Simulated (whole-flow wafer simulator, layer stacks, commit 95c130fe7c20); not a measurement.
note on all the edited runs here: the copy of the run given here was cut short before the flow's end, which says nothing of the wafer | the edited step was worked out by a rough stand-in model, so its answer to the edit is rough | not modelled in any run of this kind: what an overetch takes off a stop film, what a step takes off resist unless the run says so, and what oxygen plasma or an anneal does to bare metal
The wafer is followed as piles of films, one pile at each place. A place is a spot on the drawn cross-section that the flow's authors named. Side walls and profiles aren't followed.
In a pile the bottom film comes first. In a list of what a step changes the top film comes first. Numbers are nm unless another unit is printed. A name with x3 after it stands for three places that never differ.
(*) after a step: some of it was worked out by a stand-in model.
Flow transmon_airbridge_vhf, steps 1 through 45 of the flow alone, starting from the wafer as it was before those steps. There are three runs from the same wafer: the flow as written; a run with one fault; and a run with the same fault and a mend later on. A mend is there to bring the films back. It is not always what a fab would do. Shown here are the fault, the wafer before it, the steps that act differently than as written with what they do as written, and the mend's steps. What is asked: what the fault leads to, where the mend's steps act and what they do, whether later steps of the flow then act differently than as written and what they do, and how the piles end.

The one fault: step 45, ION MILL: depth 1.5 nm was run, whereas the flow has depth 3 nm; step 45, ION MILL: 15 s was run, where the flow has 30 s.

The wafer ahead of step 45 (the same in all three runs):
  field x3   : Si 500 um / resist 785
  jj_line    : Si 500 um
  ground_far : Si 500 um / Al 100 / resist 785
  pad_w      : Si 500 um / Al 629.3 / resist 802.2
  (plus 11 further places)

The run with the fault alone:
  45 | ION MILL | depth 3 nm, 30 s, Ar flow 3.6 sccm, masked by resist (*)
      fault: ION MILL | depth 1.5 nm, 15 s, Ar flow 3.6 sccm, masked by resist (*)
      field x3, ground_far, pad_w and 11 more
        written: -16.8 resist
        fault: -8.39 resist
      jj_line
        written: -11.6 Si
        fault: -5.82 Si
  Every later step of the flow that is run acts as written at every place that is followed.
  At the end the piles are close to the flow's at the places that both follow, differing by at most 2% or 0.5 nm, whichever is larger.

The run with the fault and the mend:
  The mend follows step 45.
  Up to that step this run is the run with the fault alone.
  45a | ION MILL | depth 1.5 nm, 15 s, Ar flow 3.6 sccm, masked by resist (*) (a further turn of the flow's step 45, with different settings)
      field x3, ground_far, pad_w and 11 more
        -8.39 resist
      jj_line
        -5.82 Si
  Every later step of the flow that is run acts as written at every place that is followed.
  The piles end the same as the flow's at every place that both follow.
